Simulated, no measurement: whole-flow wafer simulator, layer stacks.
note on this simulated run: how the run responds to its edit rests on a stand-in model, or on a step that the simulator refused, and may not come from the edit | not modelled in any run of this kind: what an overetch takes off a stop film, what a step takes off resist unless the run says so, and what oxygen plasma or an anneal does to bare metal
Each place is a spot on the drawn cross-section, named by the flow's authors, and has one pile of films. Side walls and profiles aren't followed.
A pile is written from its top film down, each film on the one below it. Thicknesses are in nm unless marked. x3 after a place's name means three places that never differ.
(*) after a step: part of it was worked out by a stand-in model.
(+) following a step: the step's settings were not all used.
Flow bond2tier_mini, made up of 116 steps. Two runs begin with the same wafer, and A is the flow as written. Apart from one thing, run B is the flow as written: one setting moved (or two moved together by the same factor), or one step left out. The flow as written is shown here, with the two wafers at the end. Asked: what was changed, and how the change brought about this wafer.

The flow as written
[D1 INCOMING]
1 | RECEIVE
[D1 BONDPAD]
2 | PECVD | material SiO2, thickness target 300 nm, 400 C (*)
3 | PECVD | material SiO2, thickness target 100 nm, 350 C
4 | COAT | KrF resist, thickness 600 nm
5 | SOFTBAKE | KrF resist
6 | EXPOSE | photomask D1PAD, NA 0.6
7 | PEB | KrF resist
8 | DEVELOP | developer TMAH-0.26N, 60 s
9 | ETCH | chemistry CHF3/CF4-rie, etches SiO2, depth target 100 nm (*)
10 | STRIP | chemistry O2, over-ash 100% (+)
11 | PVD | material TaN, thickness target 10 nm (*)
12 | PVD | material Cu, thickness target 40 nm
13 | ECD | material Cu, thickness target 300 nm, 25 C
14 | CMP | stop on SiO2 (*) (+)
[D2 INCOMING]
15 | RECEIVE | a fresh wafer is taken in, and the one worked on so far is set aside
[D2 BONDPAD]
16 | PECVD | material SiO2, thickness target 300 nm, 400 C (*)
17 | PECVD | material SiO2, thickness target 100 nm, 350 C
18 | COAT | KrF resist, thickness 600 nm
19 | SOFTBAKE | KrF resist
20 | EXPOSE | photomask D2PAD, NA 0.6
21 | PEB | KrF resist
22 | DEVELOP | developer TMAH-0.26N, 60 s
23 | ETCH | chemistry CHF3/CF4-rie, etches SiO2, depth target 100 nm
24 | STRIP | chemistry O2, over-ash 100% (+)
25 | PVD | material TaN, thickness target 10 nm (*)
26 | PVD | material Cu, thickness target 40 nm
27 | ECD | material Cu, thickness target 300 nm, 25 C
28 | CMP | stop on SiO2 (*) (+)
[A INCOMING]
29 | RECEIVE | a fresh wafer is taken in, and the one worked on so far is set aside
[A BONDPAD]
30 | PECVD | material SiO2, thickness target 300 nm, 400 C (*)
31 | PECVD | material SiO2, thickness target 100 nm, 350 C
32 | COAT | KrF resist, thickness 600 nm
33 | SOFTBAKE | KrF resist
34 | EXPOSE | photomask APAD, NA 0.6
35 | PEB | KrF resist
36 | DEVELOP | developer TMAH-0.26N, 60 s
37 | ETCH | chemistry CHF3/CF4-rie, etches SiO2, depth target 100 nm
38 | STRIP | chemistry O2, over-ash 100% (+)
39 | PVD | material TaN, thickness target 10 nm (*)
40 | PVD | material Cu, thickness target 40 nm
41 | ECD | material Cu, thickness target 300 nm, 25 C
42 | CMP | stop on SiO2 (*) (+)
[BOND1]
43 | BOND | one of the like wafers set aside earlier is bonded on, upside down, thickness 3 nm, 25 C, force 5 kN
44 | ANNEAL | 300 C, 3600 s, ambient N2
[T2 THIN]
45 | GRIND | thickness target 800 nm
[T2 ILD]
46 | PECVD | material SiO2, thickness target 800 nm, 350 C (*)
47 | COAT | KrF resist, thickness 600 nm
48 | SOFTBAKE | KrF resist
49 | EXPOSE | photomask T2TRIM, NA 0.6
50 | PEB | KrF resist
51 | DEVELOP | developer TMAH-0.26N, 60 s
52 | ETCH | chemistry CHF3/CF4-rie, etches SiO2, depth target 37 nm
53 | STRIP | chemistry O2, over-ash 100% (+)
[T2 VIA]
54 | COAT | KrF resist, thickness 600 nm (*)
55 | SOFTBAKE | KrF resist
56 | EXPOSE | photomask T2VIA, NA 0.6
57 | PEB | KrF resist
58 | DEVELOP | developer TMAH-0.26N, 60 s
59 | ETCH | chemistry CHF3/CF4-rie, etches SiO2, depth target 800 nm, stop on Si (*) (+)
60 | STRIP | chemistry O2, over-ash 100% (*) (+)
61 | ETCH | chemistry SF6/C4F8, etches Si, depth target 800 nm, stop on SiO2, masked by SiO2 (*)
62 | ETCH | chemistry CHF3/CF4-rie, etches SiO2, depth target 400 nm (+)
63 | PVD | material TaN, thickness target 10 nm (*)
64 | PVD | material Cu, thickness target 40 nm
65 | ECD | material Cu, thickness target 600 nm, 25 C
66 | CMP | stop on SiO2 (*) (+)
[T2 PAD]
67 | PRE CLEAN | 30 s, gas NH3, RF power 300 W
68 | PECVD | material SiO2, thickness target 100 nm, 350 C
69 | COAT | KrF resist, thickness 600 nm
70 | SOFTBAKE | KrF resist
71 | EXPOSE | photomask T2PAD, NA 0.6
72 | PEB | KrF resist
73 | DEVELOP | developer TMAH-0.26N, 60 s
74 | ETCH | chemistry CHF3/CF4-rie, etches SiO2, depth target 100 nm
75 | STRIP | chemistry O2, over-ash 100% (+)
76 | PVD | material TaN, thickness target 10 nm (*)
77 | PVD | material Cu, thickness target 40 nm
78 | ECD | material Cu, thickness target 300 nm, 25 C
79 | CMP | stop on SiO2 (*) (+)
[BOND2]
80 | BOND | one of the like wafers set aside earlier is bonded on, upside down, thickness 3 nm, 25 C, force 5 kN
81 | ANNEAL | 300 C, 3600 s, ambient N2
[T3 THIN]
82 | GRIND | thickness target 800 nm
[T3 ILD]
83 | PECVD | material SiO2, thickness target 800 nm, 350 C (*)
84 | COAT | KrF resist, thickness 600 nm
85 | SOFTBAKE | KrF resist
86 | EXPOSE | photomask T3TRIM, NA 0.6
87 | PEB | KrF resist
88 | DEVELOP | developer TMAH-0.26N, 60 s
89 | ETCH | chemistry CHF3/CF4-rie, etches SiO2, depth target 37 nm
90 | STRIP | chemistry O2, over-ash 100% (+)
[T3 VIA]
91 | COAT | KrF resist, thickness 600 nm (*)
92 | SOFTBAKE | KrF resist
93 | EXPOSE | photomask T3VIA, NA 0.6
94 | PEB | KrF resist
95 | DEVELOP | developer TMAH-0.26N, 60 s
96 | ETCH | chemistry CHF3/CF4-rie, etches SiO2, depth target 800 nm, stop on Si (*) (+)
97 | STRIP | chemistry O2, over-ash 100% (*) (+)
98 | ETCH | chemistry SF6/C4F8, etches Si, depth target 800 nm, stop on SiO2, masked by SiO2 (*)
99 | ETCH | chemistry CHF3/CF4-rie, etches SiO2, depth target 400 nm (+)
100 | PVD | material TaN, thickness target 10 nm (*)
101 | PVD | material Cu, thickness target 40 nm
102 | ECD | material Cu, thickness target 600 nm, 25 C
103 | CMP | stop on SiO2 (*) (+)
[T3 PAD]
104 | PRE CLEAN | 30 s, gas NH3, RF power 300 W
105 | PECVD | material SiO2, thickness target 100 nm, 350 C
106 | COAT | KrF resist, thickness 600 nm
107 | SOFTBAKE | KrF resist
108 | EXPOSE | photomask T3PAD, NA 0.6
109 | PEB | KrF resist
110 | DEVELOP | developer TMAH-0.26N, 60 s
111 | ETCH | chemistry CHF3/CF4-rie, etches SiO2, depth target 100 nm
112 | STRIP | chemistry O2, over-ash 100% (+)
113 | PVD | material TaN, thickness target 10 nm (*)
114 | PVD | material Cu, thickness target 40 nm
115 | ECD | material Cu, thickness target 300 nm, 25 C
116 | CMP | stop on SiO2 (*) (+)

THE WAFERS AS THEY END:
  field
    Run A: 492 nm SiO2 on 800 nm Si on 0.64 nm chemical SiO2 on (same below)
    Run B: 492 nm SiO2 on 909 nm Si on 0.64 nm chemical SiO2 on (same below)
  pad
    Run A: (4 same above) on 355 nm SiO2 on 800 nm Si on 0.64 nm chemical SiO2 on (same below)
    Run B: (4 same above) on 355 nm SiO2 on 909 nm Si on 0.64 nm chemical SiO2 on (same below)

The reason: step 82, GRIND: thickness target 909 nm was run, while the flow as written has thickness target 800 nm.
The wafer itself shows it: field has Si 909, and step 82 as written asks for 800 nm.

The path from the change to this, step by step:
  82 | GRIND | thickness target 800 nm
      field, pad: A Si loses 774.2 um | B Si loses 774.09 um
